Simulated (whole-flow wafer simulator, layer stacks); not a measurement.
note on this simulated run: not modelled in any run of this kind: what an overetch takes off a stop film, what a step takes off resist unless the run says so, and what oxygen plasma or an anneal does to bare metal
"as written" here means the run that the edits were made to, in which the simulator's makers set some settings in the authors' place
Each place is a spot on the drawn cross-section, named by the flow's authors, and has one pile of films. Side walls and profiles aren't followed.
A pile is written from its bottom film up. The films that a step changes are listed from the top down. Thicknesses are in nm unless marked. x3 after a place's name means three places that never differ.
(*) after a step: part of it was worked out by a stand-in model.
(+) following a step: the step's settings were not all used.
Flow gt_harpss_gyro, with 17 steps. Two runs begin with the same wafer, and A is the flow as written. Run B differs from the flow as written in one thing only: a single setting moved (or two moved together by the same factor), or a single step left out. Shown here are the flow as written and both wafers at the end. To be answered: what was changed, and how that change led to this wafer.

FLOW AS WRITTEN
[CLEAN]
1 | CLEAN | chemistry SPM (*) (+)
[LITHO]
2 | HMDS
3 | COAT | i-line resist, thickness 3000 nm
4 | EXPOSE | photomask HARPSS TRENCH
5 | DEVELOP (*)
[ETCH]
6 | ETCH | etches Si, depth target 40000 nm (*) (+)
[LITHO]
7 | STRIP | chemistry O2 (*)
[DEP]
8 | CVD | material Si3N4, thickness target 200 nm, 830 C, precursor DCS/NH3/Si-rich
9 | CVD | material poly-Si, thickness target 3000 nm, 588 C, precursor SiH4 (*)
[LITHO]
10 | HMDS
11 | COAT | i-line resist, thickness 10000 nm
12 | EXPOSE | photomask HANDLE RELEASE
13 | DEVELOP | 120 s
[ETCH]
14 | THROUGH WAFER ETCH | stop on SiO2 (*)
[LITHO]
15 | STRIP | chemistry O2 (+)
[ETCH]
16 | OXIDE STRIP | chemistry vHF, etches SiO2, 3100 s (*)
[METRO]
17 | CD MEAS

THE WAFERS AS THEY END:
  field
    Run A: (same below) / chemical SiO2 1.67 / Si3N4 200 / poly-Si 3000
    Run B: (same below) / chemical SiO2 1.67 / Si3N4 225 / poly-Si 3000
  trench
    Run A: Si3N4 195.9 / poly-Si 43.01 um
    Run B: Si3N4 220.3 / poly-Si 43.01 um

Cause: step 8, CVD: thickness target 225 nm was run, whereas the flow has thickness target 200 nm.
The wafer lets one read it off: field has Si3N4 225, and step 8 as written asks for 200 nm.

How this came from the change, step by step:
  8 | CVD | material Si3N4, thickness target 200 nm, 830 C, precursor DCS/NH3/Si-rich
      field: A Si3N4 gains 200 (new film) | B Si3N4 gains 225 (new film)
      trench: A Si3N4 gains 195.9 (new film) | B Si3N4 gains 220.3 (new film)
